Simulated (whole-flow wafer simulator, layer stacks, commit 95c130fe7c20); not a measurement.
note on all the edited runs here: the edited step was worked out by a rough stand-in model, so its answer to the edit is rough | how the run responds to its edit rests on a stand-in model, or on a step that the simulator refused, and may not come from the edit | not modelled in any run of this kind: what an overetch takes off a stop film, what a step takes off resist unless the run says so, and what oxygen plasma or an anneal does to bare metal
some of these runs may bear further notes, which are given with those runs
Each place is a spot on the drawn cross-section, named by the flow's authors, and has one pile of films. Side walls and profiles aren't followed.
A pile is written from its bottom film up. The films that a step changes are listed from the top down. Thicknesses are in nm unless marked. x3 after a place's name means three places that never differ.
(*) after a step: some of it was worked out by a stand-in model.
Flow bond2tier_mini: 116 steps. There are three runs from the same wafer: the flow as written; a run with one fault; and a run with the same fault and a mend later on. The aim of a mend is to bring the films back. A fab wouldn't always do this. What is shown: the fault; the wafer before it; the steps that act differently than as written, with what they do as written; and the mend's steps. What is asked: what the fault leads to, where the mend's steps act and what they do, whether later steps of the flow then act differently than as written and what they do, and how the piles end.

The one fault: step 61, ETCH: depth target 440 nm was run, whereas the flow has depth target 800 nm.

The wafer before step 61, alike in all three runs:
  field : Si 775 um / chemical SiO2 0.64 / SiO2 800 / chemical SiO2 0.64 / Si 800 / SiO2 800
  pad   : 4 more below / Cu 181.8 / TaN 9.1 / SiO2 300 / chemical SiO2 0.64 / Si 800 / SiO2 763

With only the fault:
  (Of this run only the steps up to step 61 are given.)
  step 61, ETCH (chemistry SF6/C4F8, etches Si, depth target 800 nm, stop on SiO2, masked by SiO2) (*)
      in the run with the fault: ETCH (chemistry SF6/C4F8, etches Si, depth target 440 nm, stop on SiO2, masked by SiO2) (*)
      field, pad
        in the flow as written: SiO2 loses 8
        in the run with the fault: SiO2 loses 4.4
  Once step 61 is done, the piles differ only a little from the flow's at the places that both follow, at most by 2% or 0.5 nm, whichever is larger.

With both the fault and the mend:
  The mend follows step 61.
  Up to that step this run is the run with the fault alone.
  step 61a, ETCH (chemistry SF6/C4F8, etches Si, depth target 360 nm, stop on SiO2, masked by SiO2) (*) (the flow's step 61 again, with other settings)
      field, pad
        SiO2 loses 3.6
  Later steps of the flow that are run all act as written at every place that is followed.
  At every place that both follow, the piles at the end match the flow's.
